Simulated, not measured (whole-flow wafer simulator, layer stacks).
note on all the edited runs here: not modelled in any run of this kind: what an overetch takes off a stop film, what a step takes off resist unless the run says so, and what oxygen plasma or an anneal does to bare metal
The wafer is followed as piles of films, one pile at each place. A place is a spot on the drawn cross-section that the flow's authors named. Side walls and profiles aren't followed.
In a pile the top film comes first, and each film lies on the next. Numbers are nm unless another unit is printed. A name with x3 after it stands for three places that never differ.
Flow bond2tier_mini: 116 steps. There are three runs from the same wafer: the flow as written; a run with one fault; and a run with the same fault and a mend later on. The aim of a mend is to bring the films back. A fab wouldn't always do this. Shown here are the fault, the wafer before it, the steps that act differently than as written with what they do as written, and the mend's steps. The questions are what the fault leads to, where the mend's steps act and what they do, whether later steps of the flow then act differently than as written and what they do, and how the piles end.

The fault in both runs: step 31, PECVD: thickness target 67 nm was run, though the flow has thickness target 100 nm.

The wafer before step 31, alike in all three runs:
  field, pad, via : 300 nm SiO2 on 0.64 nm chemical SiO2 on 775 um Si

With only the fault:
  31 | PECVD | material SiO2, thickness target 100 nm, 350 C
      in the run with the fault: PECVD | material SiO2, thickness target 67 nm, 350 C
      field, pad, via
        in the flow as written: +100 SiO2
        in the run with the fault: +67 SiO2
  Every later step of the flow that is run acts as written at every place that is followed.
  The piles end different from the flow's at field, pad by more than 2% or 0.5 nm, whichever is larger.
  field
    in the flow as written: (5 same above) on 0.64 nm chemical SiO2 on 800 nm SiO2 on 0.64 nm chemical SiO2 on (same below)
    in the run with the fault: (5 same above) on 0.64 nm chemical SiO2 on 767 nm SiO2 on 0.64 nm chemical SiO2 on (same below)
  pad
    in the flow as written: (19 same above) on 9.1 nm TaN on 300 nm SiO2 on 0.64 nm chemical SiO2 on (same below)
    in the run with the fault: (19 same above) on 9.1 nm TaN on 267 nm SiO2 on 0.64 nm chemical SiO2 on (same below)

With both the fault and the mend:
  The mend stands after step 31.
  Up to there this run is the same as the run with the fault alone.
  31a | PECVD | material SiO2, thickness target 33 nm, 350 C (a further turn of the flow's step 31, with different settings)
      field, pad, via
        +33 SiO2
  Every later step of the flow that is run acts as written at every place that is followed.
  The piles end the same as the flow's at every place that both follow.
